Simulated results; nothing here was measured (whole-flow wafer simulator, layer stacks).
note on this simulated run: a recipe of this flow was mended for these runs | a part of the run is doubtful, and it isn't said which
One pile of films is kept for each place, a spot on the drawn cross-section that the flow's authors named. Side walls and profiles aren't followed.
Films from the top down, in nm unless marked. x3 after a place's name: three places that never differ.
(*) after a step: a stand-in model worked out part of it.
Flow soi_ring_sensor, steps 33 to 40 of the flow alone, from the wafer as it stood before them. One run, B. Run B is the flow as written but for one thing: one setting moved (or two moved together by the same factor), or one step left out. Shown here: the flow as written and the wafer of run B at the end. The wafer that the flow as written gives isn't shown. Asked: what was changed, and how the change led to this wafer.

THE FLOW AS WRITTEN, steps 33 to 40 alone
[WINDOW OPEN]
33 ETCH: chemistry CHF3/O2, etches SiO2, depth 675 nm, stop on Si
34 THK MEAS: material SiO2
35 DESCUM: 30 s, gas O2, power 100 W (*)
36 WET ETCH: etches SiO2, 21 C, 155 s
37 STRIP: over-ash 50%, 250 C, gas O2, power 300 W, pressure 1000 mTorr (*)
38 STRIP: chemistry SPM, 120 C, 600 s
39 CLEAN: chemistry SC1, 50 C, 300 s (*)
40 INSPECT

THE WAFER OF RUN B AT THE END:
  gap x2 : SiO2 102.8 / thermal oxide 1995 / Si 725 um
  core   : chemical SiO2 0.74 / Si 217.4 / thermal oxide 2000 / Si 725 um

The cause: step 36, WET ETCH: 95 s was run, where the flow has 155 s.

How the change led to this, step by step:
  36 WET ETCH: etches SiO2, 21 C, 155 s
      gap x2: SiO2 -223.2 (as written it would be: SiO2 -326.6 (all of it), thermal oxide -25)
      core: SiO2 -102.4 (all of it), chemical SiO2 -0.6 (all of it), Si -0.6 (as written it would be: SiO2 -102.4 (all of it), chemical SiO2 -0.6 (all of it), Si -1.3)
  39 CLEAN: chemistry SC1, 50 C, 300 s (*)
      gap x2: SiO2 -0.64 (as written it would be: thermal oxide -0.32)
